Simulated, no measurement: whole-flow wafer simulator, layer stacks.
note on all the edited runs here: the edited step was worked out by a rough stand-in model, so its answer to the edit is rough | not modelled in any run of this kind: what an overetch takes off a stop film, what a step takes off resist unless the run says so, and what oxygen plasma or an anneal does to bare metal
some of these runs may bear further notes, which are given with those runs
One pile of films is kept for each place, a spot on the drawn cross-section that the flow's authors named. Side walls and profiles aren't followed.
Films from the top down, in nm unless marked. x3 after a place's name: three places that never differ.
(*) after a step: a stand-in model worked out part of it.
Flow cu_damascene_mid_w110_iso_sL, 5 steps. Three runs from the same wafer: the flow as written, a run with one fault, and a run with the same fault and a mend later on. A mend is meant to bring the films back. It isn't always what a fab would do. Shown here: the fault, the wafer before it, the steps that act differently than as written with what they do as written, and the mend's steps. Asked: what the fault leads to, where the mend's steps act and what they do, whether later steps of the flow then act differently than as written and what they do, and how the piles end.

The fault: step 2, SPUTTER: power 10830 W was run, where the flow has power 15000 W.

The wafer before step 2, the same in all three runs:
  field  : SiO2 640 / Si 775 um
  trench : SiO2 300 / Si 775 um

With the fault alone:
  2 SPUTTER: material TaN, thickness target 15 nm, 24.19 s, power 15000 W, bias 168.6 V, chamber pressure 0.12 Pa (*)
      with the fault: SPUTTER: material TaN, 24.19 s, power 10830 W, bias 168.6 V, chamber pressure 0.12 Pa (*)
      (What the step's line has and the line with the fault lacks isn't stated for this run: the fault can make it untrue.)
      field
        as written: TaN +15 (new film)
        with the fault: TaN +10.8 (new film)
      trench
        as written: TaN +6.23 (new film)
        with the fault: TaN +4.49 (new film)
  No later step of the flow acts differently than as written, at any place that is followed, by more than 2% or 0.5 nm, whichever is larger.
  At the end the piles differ from the flow's by more than 2% or 0.5 nm, whichever is larger, at field, trench.
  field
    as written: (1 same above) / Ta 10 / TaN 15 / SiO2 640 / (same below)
    with the fault: (1 same above) / Ta 10 / TaN 10.8 / SiO2 640 / (same below)
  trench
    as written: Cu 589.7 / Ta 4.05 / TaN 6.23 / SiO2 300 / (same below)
    with the fault: Cu 587.2 / Ta 4.1 / TaN 4.49 / SiO2 300 / (same below)

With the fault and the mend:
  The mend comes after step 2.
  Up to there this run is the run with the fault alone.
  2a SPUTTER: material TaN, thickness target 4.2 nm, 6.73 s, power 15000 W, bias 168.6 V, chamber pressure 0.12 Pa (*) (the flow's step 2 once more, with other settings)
      field
        TaN +4.2
      trench
        TaN +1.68
  No later step of the flow acts differently than as written, at any place that is followed, by more than 2% or 0.5 nm, whichever is larger.
  At the end the piles differ from the flow's only slightly at the places that both follow, by at most 2% or 0.5 nm, whichever is larger.
